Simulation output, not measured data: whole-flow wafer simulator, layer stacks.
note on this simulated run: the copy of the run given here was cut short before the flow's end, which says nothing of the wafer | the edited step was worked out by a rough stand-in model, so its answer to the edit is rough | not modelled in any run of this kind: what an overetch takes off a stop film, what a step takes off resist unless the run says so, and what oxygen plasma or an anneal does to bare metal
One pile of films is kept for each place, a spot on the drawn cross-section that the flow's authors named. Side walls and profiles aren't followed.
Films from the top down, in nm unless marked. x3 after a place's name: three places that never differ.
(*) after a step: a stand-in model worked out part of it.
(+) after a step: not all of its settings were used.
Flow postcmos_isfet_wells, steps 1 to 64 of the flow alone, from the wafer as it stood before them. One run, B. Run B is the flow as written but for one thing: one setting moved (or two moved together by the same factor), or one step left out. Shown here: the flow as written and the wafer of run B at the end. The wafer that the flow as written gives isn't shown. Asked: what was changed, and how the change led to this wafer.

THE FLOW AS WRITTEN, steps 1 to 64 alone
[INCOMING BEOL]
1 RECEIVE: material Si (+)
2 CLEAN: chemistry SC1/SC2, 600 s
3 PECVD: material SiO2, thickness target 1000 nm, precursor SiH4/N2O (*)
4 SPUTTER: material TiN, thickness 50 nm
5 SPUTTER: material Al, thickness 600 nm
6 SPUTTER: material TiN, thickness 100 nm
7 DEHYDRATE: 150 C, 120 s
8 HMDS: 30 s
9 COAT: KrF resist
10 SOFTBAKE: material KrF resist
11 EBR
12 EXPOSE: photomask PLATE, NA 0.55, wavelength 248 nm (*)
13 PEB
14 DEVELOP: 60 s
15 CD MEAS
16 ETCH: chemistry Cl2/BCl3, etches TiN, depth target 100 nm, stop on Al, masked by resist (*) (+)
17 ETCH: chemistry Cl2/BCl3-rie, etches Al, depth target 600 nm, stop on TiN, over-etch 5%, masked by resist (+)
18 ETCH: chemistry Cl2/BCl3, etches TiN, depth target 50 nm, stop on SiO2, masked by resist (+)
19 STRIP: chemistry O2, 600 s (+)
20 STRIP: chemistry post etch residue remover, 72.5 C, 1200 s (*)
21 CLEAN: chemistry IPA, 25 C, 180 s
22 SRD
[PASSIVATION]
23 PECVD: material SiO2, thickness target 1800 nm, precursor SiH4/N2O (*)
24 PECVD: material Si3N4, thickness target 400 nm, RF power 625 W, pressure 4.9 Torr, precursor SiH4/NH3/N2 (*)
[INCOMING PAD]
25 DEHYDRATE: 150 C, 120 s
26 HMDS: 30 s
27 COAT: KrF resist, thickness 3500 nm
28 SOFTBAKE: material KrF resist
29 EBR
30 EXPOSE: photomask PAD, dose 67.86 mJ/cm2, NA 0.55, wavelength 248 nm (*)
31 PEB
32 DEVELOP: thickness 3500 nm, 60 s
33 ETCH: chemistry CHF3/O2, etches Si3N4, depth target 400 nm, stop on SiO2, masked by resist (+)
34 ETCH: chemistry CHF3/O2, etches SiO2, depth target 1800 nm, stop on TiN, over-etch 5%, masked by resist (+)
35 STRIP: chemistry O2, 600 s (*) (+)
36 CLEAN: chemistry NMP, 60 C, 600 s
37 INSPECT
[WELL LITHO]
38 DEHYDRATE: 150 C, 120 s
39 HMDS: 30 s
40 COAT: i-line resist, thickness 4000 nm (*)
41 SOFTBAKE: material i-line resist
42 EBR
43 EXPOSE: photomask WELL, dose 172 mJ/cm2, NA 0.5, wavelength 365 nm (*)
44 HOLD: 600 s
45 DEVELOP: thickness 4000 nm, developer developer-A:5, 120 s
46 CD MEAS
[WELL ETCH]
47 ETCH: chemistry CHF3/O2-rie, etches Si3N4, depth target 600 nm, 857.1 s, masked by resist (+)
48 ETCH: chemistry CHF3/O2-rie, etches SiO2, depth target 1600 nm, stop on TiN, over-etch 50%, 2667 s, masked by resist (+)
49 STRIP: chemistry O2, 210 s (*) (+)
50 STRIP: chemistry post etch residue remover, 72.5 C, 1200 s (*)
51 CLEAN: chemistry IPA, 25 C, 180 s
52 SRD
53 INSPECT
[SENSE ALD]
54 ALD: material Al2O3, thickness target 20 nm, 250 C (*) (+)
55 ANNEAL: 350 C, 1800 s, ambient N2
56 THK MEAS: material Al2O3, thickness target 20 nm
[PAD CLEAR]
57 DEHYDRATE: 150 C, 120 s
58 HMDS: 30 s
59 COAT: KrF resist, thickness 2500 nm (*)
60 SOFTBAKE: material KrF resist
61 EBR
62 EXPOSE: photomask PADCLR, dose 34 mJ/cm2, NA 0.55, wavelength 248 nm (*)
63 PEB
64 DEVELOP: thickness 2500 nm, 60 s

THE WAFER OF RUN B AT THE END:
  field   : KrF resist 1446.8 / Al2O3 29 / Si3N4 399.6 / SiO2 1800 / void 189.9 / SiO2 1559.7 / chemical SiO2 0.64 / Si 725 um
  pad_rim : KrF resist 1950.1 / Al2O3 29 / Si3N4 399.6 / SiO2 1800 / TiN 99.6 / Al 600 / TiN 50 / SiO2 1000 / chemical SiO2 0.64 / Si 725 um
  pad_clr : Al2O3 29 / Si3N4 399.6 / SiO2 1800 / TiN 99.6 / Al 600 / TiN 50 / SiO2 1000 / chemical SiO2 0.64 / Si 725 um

The cause: step 54, ALD: thickness target 29 nm was run, where the flow has thickness target 20 nm.
It can be read off the wafer: field has Al2O3 29, and step 54 as written asks for 20 nm.

How the change led to this, step by step:
  54 ALD: material Al2O3, thickness target 20 nm, 250 C (*) (+)
      field, margin, well900, well1300 x3, pad_rim, pad_clr, pad_open: Al2O3 +29 (new film) (as written it would be: Al2O3 +20 (new film))
